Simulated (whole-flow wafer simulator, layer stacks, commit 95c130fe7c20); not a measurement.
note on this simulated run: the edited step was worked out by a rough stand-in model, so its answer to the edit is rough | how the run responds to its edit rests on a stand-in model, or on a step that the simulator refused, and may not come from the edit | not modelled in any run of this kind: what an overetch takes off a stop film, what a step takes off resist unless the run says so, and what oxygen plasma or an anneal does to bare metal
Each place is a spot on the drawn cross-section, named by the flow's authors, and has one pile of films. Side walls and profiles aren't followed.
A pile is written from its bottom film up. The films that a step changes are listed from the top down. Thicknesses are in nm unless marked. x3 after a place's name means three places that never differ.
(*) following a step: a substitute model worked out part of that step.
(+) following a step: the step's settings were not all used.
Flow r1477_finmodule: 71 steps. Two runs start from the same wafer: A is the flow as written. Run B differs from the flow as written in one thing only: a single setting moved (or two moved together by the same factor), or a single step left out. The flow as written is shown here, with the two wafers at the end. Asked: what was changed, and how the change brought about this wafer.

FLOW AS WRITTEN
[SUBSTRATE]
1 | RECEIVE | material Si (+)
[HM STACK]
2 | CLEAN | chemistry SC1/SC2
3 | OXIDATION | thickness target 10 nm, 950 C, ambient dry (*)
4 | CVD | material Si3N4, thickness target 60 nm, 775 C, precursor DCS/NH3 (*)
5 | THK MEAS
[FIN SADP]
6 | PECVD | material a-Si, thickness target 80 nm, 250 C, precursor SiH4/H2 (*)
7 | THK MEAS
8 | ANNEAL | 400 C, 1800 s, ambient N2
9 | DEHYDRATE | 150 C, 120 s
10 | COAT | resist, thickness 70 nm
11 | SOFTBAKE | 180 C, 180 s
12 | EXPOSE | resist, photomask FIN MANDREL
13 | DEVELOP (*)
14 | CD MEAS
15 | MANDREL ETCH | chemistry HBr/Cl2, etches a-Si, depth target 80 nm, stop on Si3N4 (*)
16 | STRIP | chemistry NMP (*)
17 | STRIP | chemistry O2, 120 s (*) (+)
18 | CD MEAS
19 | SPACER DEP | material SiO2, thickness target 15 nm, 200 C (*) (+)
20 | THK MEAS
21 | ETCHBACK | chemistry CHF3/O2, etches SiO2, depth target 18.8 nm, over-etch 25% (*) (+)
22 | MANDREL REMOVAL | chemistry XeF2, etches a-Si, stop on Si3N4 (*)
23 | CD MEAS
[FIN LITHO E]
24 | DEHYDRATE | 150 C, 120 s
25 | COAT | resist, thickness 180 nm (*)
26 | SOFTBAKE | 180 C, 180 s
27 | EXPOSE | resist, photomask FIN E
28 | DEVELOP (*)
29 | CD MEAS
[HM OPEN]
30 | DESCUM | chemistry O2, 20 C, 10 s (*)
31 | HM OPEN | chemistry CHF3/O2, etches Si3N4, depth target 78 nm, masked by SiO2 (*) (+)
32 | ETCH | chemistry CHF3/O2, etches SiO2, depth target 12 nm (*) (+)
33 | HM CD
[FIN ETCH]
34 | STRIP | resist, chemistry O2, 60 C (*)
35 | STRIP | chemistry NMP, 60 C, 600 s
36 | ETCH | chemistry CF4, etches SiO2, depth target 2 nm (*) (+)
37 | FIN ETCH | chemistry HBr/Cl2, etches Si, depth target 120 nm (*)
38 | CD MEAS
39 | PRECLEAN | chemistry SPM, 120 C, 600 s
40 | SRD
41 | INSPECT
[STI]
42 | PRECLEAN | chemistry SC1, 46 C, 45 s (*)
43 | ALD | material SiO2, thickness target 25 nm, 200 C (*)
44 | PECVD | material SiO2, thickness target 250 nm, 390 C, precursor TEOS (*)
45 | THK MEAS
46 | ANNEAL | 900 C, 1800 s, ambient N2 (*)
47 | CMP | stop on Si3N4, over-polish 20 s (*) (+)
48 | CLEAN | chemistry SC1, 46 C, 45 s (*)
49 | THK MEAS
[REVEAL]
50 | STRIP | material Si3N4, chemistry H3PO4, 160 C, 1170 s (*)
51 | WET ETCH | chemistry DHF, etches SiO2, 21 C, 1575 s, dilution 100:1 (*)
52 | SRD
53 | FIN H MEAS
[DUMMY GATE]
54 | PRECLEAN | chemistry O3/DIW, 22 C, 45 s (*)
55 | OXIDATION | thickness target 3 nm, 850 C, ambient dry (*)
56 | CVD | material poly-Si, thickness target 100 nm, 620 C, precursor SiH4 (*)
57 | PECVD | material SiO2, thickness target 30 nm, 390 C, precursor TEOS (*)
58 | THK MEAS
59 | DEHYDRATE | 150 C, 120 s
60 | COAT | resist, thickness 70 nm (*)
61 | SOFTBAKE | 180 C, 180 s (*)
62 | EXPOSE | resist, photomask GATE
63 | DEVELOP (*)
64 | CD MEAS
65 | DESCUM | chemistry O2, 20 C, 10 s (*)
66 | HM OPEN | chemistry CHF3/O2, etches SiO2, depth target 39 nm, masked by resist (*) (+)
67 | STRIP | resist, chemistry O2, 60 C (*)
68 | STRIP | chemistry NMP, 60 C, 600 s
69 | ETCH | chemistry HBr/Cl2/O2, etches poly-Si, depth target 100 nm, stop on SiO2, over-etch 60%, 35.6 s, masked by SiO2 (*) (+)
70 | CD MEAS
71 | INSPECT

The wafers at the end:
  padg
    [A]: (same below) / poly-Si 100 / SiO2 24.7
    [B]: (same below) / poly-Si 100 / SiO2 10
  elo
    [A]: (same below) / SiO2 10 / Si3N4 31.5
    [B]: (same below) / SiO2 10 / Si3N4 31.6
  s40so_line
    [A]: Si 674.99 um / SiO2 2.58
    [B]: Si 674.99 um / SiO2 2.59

The reason: step 57, PECVD: thickness target 15.3 nm was run, though the flow has thickness target 30 nm.

Step by step, how the change led to this:
  57 | PECVD | material SiO2, thickness target 30 nm, 390 C, precursor TEOS (*)
      pad, padg, elg and 33 more: A SiO2 gains 30 (new film) | B SiO2 gains 15.3 (new film)
  66 | HM OPEN | chemistry CHF3/O2, etches SiO2, depth target 39 nm, masked by resist (*) (+)
      pad, elo, eso and 15 more: A SiO2 loses 30 (all of it), poly-Si loses 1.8 | B SiO2 loses 15.3 (all of it), poly-Si loses 1.53
      padg, elg, esg and 15 more: A resist loses 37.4 | B resist loses 22
  67 | STRIP | resist, chemistry O2, 60 C (*)
      padg, elg, esg: A resist loses 15.9 (all of it) | B resist loses 31.3 (all of it)
      e40lg, e100lg: A resist loses 12.8 (all of it) | B resist loses 28.1 (all of it)
      (also at 13 further places)
